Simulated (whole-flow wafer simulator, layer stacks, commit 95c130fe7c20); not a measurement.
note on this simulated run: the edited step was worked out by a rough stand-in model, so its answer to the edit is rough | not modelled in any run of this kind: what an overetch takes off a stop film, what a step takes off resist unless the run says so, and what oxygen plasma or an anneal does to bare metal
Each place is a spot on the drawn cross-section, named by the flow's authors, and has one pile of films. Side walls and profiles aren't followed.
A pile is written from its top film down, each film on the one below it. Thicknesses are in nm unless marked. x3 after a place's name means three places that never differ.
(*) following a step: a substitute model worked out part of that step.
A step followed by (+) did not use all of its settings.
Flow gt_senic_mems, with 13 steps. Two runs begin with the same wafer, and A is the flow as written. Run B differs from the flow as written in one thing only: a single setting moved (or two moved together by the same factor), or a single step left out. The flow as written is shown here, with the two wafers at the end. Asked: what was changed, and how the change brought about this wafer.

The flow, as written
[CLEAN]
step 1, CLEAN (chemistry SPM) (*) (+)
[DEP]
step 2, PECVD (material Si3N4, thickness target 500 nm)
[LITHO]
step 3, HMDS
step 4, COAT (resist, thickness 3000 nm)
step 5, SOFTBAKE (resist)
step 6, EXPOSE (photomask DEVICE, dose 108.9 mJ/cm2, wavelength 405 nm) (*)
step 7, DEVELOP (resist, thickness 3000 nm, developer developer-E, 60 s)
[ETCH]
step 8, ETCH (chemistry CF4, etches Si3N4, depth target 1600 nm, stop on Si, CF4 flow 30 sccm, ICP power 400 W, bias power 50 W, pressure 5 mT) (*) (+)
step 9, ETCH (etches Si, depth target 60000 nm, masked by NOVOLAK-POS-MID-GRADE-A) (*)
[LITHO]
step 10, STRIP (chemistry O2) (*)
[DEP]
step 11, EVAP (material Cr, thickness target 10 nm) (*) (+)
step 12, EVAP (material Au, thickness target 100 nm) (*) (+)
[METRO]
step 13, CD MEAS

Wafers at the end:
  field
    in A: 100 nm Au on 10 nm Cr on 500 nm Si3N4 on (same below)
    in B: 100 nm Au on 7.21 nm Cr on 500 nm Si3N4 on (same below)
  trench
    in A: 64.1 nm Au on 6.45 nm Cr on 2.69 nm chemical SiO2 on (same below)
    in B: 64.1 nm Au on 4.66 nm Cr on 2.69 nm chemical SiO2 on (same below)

What caused this: step 11, EVAP: thickness target 7.21 nm was run, while the flow as written has thickness target 10 nm.
The wafer lets one read it off: field has Cr 7.21, and step 11 as written asks for 10 nm.

The path from the change to this, step by step:
  step 11, EVAP (material Cr, thickness target 10 nm) (*) (+)
      field: A Cr gains 10 (new film) | B Cr gains 7.21 (new film)
      trench: A Cr gains 6.45 (new film) | B Cr gains 4.66 (new film)
